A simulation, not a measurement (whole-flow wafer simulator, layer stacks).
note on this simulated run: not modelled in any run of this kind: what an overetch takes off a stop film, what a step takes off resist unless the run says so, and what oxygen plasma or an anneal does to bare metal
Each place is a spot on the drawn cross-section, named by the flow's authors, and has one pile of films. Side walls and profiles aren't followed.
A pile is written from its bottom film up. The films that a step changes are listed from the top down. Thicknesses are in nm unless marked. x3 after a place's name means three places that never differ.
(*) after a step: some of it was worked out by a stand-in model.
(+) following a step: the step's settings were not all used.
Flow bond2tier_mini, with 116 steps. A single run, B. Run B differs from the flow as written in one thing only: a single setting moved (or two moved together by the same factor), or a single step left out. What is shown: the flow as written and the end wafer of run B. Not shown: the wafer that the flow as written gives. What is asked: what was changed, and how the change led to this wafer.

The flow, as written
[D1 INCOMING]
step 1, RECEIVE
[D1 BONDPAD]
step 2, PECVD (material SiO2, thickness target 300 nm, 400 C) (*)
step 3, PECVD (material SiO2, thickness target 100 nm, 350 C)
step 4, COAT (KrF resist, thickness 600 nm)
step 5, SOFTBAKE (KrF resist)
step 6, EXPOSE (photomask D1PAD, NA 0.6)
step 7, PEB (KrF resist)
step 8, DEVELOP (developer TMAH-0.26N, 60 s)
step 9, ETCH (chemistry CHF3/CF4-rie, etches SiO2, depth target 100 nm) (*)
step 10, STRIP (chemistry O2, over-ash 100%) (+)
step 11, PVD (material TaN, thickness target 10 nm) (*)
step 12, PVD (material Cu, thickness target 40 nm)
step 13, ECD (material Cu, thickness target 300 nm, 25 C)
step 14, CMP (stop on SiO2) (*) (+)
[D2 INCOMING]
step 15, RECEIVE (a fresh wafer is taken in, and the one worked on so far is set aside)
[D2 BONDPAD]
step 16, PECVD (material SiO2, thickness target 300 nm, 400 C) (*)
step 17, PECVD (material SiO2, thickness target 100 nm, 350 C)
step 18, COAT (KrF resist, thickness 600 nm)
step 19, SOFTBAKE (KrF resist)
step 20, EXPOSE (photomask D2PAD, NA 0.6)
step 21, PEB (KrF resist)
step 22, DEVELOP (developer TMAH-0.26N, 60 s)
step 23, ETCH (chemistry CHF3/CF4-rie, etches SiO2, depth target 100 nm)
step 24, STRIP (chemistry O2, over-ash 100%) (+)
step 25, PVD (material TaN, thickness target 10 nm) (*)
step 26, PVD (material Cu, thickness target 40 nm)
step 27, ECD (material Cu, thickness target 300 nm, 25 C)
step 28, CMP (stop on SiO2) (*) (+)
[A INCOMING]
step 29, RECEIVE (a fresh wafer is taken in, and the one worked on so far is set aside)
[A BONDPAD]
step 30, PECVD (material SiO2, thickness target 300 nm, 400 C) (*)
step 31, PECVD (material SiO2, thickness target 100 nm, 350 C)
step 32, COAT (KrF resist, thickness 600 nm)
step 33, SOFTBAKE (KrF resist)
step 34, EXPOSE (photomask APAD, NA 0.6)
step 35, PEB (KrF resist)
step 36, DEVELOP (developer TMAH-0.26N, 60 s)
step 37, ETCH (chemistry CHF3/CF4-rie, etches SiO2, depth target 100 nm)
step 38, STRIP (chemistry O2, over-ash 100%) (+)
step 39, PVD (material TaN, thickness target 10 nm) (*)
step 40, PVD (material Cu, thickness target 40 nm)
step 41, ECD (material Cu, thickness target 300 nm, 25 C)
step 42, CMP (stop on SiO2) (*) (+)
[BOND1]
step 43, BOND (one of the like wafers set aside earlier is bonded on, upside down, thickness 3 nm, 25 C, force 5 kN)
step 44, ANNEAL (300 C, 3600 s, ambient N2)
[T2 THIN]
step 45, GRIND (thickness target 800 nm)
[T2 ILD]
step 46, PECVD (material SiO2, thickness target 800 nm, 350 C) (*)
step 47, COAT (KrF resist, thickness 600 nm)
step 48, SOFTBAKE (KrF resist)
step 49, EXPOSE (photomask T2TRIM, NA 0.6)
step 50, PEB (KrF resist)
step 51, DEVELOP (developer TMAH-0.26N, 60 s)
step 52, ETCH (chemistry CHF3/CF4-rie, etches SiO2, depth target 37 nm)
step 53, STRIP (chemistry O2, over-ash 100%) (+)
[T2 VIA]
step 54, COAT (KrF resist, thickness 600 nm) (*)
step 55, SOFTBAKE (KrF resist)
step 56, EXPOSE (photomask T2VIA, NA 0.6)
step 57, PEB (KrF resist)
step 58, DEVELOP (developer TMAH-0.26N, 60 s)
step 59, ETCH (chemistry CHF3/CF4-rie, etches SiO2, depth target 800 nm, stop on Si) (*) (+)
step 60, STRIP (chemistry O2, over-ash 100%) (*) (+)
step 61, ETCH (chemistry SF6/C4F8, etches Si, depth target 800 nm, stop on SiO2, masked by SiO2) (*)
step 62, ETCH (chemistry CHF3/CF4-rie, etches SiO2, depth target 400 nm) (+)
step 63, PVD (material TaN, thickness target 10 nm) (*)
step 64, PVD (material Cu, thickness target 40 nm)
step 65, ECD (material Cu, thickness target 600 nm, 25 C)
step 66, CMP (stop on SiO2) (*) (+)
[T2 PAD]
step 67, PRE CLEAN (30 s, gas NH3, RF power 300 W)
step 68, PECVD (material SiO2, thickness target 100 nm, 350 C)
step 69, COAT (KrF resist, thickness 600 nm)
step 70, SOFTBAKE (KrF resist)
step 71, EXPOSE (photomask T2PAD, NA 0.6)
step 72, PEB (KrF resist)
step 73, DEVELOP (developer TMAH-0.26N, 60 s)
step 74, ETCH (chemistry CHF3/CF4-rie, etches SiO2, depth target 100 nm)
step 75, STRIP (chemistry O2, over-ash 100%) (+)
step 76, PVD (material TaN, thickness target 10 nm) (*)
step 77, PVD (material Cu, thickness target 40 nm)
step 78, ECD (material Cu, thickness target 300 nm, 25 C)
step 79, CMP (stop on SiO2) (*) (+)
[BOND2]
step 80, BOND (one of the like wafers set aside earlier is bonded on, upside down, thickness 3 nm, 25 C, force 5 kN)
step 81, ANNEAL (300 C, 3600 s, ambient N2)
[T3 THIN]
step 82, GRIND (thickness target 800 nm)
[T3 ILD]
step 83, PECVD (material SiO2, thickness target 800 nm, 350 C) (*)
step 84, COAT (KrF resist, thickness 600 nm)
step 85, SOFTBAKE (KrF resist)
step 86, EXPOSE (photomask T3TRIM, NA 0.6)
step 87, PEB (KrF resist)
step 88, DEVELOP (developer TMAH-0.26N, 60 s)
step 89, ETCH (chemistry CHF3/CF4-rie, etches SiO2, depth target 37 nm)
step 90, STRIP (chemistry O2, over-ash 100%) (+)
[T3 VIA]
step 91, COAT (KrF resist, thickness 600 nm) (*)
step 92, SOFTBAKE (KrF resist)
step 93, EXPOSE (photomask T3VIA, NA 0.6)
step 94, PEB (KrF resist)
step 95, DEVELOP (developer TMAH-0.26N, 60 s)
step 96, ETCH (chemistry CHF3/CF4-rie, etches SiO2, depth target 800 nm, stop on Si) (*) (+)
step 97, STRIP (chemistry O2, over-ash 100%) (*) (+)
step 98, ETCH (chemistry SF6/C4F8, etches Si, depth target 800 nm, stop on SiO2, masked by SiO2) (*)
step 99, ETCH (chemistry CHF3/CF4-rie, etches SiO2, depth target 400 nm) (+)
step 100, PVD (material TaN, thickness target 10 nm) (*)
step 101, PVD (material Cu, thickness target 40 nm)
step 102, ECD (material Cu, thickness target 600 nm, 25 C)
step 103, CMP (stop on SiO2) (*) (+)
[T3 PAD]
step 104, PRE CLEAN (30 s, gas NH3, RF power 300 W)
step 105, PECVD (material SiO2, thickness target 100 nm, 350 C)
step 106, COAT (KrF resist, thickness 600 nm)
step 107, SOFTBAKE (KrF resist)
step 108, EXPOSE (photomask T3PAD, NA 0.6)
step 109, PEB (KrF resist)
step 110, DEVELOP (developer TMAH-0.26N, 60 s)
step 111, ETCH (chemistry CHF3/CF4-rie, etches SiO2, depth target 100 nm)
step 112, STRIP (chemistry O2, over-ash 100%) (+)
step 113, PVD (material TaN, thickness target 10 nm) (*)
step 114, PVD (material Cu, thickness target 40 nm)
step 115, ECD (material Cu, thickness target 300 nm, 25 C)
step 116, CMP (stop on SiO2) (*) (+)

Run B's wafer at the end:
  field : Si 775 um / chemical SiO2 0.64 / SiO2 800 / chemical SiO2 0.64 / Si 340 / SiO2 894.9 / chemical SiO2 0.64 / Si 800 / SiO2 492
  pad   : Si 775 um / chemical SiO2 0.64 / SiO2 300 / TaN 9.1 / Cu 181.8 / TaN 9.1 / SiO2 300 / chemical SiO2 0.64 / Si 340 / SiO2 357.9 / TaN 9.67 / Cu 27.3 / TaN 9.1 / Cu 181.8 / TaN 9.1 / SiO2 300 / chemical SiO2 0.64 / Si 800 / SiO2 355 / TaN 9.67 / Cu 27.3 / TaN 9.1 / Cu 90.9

Cause: step 45, GRIND: thickness target 340 nm was run, though the flow has thickness target 800 nm.
The wafer itself shows it: field has Si 340, and step 45 as written asks for 800 nm.

Step by step, how the change led to this:
  step 45, GRIND (thickness target 800 nm)
      field, pad, via: Si loses 774.66 um (it would be, as written: Si loses 774.2 um)
  step 61, ETCH (chemistry SF6/C4F8, etches Si, depth target 800 nm, stop on SiO2, masked by SiO2) (*)
      field, pad: SiO2 loses 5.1 (it would be, as written: SiO2 loses 8)
